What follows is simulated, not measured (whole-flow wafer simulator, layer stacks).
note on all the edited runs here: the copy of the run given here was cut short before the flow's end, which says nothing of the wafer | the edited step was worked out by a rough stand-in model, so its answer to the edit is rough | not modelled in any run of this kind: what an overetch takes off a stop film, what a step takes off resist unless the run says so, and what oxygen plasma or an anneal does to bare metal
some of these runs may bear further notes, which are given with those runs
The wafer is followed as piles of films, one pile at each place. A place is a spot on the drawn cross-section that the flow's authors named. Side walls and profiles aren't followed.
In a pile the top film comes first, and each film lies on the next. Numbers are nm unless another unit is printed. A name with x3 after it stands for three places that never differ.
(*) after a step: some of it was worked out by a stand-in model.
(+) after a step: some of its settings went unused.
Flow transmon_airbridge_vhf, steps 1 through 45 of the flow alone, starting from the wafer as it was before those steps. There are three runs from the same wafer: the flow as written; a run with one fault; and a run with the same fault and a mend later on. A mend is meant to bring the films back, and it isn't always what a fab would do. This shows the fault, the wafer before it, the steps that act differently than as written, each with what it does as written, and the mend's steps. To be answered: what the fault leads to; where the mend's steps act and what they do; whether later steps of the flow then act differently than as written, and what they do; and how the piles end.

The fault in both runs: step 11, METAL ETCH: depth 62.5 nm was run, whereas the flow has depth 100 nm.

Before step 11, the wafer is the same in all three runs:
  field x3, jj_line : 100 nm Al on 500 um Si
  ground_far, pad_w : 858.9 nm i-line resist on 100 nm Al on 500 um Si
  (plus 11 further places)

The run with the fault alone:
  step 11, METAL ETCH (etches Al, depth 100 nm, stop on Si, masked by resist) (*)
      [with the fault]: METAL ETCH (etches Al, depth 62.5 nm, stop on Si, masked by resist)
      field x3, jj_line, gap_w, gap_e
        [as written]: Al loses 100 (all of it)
        [with the fault]: Al loses 62.5
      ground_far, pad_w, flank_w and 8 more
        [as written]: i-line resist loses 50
        [with the fault]: i-line resist loses 31.2
  Steps later in the flow that act otherwise than as written (not shown: 14 more steps that differ only slightly, by at most 2% or 0.5 nm, whichever is larger):
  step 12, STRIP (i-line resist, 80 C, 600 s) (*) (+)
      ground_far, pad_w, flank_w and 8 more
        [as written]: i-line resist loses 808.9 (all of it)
        [with the fault]: i-line resist loses 827.7 (all of it)
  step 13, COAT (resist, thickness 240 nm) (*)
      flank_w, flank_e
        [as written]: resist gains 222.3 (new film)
        [with the fault]: resist gains 228.5 (new film)
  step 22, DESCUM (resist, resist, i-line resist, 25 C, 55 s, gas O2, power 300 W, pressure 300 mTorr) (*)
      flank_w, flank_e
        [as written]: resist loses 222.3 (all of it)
        [with the fault]: resist loses 228.5 (all of it)
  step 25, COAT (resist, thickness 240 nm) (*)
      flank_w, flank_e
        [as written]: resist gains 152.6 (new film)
        [with the fault]: resist gains 156.8 (new film)
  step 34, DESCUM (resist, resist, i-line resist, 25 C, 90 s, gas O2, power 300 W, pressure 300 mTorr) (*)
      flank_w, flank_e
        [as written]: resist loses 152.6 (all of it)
        [with the fault]: resist loses 156.8 (all of it)
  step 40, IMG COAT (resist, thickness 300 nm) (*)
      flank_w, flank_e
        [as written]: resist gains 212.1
        [with the fault]: resist gains 218
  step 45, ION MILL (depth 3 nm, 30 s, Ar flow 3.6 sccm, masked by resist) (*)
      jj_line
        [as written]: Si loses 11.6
        [with the fault]: Al loses 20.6
  By the end, the piles at field x3, jj_line, gap_w, gap_e depart from the flow's by more than 2% or 0.5 nm, whichever is larger.
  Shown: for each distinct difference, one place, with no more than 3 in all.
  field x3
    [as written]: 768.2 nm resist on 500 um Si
    [with the fault]: 768.2 nm resist on 37.5 nm Al on 500 um Si
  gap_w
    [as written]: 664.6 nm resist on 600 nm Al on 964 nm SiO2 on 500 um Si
    [with the fault]: 654.2 nm resist on 600 nm Al on 964 nm SiO2 on 37.5 nm Al on 500 um Si
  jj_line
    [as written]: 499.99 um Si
    [with the fault]: 16.9 nm Al on 500 um Si

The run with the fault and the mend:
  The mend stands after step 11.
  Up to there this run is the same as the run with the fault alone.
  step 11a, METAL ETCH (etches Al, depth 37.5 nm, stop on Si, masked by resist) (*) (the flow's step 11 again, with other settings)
      ground_far, pad_w, flank_w and 8 more
        i-line resist loses 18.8
      field x3, jj_line, gap_w, gap_e
        Al loses 37.5 (all of it)
  None of the later steps of the flow acts differently than as written at any place that is followed.
  The piles end the same as the flow's at every place that both follow.
